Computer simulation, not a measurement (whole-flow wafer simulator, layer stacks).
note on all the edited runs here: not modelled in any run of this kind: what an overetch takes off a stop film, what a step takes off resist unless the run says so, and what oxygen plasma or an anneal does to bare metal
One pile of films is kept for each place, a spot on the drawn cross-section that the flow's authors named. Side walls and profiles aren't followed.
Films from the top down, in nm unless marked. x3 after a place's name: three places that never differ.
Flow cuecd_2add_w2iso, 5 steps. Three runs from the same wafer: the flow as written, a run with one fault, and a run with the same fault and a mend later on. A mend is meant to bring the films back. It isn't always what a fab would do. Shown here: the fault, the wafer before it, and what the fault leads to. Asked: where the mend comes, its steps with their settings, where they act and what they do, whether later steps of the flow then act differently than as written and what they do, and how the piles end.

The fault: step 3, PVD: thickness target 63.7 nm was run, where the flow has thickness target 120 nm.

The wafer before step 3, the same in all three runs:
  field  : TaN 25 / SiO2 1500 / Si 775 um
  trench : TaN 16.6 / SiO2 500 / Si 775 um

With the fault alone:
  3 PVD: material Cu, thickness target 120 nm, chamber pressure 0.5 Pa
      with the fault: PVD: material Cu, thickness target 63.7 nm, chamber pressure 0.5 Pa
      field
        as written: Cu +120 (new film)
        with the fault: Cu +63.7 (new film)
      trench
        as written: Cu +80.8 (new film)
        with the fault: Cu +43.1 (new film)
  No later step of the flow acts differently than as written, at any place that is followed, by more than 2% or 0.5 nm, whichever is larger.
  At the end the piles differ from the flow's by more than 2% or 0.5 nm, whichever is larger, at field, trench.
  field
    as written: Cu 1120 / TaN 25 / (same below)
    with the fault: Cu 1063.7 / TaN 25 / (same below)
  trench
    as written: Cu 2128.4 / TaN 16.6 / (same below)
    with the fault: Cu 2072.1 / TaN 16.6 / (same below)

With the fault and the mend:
  The mend comes after step 3.
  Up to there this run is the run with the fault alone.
  3a ETCH: chemistry cu recess dil, depth target 73.34 nm
      field
        Cu -63.7 (all of it)
      trench
        Cu -43.1 (all of it)
  3b PVD: material Cu, thickness target 120 nm, chamber pressure 0.5 Pa (the flow's step 3 once more)
      field
        Cu +120 (new film)
      trench
        Cu +80.8 (new film)
  No later step of the flow acts differently than as written at any place that is followed.
  At the end the piles are the same as the flow's at every place that both follow.
